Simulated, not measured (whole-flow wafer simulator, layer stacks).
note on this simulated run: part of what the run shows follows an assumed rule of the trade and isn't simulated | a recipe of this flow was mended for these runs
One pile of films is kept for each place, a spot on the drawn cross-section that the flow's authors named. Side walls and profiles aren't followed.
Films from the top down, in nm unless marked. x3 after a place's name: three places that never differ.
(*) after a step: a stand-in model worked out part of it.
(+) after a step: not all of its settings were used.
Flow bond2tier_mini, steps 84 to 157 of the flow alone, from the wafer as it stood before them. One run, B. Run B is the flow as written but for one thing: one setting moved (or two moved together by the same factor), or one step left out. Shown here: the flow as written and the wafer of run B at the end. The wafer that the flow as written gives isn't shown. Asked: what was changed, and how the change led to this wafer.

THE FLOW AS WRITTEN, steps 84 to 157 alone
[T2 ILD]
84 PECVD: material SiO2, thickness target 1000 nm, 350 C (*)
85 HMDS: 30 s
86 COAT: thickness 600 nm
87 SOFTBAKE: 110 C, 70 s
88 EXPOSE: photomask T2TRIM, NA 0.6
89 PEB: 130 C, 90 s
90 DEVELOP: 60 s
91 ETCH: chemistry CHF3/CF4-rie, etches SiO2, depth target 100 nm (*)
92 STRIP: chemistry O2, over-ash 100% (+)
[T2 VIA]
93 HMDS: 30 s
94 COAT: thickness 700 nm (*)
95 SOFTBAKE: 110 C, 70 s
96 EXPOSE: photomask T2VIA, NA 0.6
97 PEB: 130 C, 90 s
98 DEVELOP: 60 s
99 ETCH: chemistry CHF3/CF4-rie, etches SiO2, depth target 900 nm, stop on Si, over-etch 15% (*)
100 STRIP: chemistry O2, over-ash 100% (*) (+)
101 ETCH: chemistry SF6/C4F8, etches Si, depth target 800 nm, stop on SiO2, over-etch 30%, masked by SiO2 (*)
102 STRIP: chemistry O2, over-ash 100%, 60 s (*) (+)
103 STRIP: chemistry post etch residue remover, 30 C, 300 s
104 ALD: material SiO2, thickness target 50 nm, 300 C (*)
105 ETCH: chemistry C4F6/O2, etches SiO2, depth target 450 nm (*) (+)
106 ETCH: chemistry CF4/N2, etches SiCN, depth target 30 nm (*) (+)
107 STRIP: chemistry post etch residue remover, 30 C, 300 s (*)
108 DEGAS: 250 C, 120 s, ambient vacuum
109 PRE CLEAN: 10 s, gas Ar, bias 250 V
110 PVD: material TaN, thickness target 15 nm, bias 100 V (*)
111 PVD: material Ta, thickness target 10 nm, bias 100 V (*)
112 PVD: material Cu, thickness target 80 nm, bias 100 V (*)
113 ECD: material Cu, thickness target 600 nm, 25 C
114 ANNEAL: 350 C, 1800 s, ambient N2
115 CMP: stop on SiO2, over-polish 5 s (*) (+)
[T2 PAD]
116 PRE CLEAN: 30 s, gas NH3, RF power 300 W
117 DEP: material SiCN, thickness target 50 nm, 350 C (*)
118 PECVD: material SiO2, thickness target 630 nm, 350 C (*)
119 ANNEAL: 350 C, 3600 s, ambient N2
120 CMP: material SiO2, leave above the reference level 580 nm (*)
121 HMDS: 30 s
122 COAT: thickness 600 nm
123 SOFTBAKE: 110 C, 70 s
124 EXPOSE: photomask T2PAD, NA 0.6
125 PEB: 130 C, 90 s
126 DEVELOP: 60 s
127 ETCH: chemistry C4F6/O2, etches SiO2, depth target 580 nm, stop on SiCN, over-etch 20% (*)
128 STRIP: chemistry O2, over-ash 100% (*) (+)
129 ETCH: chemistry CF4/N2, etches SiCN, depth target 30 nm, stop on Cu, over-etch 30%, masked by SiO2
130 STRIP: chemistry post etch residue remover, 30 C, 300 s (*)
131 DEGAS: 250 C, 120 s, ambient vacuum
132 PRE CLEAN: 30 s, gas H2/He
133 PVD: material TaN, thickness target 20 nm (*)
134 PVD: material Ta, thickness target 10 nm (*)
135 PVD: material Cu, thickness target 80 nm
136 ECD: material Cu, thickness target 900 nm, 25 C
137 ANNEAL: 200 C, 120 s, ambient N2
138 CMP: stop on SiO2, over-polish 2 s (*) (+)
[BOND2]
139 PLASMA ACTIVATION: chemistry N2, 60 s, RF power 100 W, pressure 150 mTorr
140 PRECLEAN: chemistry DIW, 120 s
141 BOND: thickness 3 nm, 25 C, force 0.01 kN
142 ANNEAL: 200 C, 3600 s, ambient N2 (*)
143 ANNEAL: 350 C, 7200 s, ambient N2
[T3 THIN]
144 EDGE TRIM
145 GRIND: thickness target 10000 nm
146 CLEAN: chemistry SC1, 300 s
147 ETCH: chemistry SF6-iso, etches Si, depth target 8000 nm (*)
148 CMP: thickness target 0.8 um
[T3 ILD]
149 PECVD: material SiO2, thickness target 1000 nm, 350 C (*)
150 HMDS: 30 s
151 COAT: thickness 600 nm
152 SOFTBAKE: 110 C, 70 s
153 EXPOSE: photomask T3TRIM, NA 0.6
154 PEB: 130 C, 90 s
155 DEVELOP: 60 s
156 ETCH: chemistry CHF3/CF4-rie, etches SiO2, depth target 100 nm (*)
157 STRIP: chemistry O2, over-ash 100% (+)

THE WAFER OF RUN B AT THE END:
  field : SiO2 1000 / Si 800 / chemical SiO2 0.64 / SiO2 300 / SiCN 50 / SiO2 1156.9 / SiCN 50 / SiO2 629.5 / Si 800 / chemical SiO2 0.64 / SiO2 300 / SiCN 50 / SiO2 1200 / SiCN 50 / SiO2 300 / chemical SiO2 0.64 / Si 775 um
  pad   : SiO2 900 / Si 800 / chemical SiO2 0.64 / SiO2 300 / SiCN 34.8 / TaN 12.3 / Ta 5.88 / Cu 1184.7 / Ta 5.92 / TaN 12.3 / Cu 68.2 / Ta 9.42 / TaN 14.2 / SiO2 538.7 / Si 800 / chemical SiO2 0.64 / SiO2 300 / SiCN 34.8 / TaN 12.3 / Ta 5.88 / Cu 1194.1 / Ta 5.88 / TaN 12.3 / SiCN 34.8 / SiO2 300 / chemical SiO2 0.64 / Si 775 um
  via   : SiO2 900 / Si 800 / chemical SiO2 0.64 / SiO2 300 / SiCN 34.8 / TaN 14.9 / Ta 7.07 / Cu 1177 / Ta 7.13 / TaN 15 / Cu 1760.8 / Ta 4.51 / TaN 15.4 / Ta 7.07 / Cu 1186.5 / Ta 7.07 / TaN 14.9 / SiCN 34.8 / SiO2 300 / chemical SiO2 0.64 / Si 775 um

The cause: step 84, PECVD: thickness target 1072 nm was run, where the flow has thickness target 1000 nm.

How the change led to this, step by step:
  84 PECVD: material SiO2, thickness target 1000 nm, 350 C (*)
      field, pad, via: SiO2 +1072 (new film) (as written it would be: SiO2 +1000 (new film))
  99 ETCH: chemistry CHF3/CF4-rie, etches SiO2, depth target 900 nm, stop on Si, over-etch 15% (*)
      via: SiO2 -972 (all of it), Si -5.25 (as written it would be: SiO2 -900 (all of it), Si -11.2)
  113 ECD: material Cu, thickness target 600 nm, 25 C
      via: Cu +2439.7 (as written it would be: Cu +2367)
